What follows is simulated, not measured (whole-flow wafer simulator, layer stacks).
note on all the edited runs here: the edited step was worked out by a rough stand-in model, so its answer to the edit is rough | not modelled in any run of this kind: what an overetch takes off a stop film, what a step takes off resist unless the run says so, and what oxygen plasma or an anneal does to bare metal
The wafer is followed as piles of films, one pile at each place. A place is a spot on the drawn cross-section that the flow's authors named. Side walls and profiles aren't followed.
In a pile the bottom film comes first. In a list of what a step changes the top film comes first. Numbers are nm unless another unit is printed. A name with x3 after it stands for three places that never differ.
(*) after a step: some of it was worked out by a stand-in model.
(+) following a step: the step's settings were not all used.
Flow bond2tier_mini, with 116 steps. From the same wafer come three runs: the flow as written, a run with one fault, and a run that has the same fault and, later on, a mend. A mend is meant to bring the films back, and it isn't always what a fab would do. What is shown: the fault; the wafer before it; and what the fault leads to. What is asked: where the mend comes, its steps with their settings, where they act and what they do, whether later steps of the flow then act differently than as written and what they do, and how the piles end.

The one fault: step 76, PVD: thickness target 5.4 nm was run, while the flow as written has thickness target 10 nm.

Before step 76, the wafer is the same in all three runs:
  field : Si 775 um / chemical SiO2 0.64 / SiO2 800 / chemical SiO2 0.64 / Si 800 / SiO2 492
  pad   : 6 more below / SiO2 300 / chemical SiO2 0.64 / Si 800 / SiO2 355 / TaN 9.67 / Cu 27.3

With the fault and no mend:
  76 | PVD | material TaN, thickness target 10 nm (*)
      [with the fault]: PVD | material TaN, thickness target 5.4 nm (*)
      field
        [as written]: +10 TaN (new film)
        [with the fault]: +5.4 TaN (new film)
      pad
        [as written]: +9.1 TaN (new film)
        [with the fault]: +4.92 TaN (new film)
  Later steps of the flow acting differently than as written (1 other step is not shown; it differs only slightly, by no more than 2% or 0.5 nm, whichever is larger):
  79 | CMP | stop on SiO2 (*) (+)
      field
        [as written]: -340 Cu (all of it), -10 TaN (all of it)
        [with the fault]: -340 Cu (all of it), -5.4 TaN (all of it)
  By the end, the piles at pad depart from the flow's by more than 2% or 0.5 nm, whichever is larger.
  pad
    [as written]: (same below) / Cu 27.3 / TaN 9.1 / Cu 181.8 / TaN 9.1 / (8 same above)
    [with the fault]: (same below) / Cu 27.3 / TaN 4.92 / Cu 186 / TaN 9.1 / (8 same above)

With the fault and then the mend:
  After step 76 comes the mend.
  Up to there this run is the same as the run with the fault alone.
  76a | PVD | material TaN, thickness target 4.6 nm (*) (the flow's step 76, run once more with other settings)
      field
        +4.6 TaN
      pad
        +4.18 TaN
  Every later step of the flow that is run acts as written at every place that is followed.
  By the end, the piles equal the flow's at every place that both follow.
